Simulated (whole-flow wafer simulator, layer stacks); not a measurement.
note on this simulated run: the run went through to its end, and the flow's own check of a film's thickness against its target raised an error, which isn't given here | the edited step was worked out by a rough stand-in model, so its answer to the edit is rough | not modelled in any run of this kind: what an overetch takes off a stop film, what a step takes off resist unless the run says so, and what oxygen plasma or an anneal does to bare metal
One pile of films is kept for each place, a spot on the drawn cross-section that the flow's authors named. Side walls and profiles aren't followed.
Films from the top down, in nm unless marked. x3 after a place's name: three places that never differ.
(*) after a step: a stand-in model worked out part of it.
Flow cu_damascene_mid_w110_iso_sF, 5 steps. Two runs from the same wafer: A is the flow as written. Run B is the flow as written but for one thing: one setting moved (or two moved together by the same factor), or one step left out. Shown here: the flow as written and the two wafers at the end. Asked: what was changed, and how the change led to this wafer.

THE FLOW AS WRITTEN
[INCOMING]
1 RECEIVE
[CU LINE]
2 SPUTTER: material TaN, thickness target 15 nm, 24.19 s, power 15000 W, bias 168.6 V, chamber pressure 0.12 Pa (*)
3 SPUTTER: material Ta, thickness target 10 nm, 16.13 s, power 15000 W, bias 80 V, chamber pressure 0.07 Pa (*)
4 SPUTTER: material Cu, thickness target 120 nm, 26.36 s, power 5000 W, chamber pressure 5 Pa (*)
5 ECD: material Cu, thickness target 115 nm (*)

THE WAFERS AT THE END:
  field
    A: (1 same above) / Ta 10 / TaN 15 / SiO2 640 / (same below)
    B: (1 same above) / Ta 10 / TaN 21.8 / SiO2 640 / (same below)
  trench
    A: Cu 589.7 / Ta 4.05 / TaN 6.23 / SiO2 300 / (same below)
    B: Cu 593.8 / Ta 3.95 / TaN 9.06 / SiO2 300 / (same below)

The cause: step 2, SPUTTER: thickness target 21.8 nm was run, where the flow has thickness target 15 nm; step 2, SPUTTER: 35.08 s was run, where the flow has 24.19 s.
It can be read off the wafer: field has TaN 21.8, and step 2 as written asks for 15 nm.

How the change led to this, step by step:
  2 SPUTTER: material TaN, thickness target 15 nm, 24.19 s, power 15000 W, bias 168.6 V, chamber pressure 0.12 Pa (*)
      field: A TaN +15 (new film) | B TaN +21.8 (new film)
      trench: A TaN +6.23 (new film) | B TaN +9.06 (new film)
  4 SPUTTER: material Cu, thickness target 120 nm, 26.36 s, power 5000 W, chamber pressure 5 Pa (*)
      trench: A Cu +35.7 (new film) | B Cu +34.9 (new film)
